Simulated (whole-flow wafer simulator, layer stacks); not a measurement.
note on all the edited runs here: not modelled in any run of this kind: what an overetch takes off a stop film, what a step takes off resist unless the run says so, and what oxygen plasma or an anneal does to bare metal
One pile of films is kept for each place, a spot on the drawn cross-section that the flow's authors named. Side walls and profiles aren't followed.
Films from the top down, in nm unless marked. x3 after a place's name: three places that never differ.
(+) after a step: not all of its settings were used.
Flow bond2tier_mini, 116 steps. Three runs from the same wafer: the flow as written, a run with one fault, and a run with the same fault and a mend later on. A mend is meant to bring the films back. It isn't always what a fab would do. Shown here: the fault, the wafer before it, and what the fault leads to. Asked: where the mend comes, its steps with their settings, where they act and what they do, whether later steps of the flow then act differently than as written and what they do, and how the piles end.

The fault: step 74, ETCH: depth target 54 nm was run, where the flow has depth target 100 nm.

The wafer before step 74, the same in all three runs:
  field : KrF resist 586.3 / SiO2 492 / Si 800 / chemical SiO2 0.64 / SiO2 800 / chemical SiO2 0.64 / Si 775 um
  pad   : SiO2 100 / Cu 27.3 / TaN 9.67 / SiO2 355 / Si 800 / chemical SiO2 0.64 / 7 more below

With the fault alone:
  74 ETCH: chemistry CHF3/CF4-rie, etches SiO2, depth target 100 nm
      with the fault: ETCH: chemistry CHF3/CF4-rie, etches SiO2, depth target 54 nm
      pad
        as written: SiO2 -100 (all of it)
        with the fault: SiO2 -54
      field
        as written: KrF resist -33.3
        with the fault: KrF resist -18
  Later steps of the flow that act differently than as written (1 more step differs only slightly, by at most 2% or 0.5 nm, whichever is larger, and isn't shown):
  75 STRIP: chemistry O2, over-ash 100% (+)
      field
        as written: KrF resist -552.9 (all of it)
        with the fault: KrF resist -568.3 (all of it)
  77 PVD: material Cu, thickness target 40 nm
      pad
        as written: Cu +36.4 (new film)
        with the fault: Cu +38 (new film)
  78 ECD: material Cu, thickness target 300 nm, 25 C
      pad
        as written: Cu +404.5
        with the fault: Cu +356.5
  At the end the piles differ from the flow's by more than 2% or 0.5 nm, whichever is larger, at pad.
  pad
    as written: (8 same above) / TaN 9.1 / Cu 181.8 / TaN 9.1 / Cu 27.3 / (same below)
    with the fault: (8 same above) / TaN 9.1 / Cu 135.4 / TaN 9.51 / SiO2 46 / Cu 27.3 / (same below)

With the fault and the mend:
  The mend comes after step 74.
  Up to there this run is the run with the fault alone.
  74a ETCH: chemistry CHF3/CF4-rie, etches SiO2, depth target 46 nm (the flow's step 74 once more, with other settings)
      field
        KrF resist -15.3
      pad
        SiO2 -46 (all of it)
  No later step of the flow acts differently than as written at any place that is followed.
  At the end the piles are the same as the flow's at every place that both follow.
